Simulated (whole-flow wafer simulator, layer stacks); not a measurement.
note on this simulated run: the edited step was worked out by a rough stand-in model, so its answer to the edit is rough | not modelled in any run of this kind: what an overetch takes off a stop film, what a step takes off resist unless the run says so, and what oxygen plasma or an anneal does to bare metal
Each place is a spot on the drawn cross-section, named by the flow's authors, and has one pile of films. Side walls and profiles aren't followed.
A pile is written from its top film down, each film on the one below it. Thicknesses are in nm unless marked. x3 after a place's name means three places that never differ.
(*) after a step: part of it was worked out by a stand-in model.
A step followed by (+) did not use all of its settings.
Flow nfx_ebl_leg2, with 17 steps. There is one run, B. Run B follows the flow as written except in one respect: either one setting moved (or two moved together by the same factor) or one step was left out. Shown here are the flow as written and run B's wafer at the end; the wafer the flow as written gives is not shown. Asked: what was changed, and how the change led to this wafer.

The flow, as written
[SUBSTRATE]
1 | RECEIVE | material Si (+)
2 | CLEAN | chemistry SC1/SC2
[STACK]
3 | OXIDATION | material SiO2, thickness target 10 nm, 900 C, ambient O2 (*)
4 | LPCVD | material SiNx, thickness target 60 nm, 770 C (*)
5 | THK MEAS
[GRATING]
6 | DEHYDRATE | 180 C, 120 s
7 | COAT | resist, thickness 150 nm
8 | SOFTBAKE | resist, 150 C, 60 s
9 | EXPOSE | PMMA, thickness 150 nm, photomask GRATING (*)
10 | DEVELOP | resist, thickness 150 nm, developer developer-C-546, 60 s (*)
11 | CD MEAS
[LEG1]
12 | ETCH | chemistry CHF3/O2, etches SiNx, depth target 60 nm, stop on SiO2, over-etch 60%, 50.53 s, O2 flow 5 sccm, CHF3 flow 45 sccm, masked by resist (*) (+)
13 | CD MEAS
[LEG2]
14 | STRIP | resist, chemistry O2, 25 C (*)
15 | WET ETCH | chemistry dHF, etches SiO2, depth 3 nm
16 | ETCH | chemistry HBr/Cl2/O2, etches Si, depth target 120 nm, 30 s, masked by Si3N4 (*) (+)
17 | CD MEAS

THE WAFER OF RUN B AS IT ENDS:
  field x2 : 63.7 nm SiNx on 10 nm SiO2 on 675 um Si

What caused this: step 4, LPCVD: thickness target 70.5 nm was run, though the flow has thickness target 60 nm.

The path from the change to this, step by step:
  4 | LPCVD | material SiNx, thickness target 60 nm, 770 C (*)
      field x2, pad x2: +70.5 SiNx (new film) (in the flow as written it would be: +60 SiNx (new film))
  12 | ETCH | chemistry CHF3/O2, etches SiNx, depth target 60 nm, stop on SiO2, over-etch 60%, 50.53 s, O2 flow 5 sccm, CHF3 flow 45 sccm, masked by resist (*) (+)
      pad x2: -70.5 SiNx (all of it), -10 SiO2 (all of it) (in the flow as written it would be: -60 SiNx (all of it), -10 SiO2 (all of it))
